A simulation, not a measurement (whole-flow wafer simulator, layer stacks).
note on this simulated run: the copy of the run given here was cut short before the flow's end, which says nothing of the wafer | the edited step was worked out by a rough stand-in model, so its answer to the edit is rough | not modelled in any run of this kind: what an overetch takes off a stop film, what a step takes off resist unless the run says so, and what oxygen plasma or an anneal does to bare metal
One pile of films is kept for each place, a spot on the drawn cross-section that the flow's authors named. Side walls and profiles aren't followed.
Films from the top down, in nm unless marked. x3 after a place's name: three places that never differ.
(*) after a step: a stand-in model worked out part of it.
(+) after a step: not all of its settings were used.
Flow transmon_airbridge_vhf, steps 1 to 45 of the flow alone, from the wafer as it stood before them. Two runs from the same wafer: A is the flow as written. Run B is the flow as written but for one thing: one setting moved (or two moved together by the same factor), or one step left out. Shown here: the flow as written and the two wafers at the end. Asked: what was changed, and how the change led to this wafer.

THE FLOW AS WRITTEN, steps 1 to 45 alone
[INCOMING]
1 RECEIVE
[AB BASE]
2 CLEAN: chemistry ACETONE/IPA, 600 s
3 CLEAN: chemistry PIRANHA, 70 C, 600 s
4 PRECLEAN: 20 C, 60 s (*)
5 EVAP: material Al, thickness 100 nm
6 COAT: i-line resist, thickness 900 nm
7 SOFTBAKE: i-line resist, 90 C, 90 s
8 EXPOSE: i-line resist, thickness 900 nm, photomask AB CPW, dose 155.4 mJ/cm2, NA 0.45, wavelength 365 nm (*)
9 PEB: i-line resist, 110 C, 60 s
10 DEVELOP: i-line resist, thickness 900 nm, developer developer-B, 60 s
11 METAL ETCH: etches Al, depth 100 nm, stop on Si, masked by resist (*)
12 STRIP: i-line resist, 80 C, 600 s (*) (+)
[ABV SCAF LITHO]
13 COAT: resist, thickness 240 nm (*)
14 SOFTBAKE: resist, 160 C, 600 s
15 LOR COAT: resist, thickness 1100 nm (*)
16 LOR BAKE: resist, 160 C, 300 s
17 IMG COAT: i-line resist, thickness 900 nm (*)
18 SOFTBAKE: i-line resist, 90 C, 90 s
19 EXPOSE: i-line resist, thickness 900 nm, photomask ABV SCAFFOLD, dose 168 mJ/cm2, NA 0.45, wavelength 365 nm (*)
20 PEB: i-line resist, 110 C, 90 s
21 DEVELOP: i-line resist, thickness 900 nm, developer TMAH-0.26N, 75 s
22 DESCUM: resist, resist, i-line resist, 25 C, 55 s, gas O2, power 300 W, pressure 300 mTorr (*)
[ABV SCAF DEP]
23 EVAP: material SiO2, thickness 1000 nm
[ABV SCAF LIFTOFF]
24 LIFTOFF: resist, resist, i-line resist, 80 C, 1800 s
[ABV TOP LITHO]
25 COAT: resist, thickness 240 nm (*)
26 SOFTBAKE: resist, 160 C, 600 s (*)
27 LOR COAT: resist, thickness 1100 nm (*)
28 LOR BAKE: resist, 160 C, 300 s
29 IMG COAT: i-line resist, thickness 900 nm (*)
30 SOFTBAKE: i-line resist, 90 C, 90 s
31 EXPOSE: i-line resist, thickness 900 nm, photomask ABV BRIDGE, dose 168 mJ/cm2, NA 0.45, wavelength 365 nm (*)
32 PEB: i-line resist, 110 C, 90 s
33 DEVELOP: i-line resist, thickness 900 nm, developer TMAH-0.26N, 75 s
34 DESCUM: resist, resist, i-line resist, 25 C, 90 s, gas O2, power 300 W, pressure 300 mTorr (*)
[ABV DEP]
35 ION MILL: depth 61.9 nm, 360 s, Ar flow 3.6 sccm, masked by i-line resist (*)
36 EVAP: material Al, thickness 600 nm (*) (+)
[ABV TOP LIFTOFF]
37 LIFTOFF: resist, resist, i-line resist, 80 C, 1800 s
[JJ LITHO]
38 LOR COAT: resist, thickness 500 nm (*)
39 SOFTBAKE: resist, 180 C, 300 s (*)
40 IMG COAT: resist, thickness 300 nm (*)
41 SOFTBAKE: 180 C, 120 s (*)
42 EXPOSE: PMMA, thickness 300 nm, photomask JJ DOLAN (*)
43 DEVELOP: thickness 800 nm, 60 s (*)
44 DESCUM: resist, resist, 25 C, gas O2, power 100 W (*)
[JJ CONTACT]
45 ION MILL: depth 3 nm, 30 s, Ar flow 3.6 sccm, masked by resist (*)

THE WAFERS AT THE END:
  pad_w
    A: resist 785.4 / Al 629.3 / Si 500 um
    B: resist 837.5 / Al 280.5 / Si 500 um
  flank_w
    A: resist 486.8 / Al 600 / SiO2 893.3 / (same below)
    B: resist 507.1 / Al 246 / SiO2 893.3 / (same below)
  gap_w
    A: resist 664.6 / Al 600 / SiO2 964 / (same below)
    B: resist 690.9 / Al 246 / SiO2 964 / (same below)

The cause: step 36, EVAP: thickness 246 nm was run, where the flow has thickness 600 nm.
It can be read off the wafer: flank_w has Al 246, and step 36 as written asks for 600 nm.

How the change led to this, step by step:
  36 EVAP: material Al, thickness 600 nm (*) (+)
      field x3, jj_line, ground_far and 10 more: A Al +600 (new film) | B Al +246 (new film)
      pad_w, pad_e: A Al +591.2 | B Al +242.4
  37 LIFTOFF: resist, resist, i-line resist, 80 C, 1800 s
      field x3, jj_line, trace_open_s x2: A Al -600 (all of it), i-line resist -600 (all of it), resist -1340 (all of it) | B Al -246 (all of it), i-line resist -600 (all of it), resist -1340 (all of it)
      margin_s, margin_n: A Al -600 (all of it), i-line resist -318.3 (all of it), resist -992 (all of it) | B Al -246 (all of it), i-line resist -318.3 (all of it), resist -992 (all of it)
      (and at 1 more place)
  38 LOR COAT: resist, thickness 500 nm (*)
      pad_w, pad_e: A resist +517 (new film) | B resist +551.7 (new film)
      flank_w, flank_e: A resist +306.5 (new film) | B resist +314.7 (new film)
      (and at 6 more places)
  40 IMG COAT: resist, thickness 300 nm (*)
      pad_w, pad_e: A resist +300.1 | B resist +317.6
      flank_w, flank_e: A resist +212.1 | B resist +224.2
      (and at 6 more places)
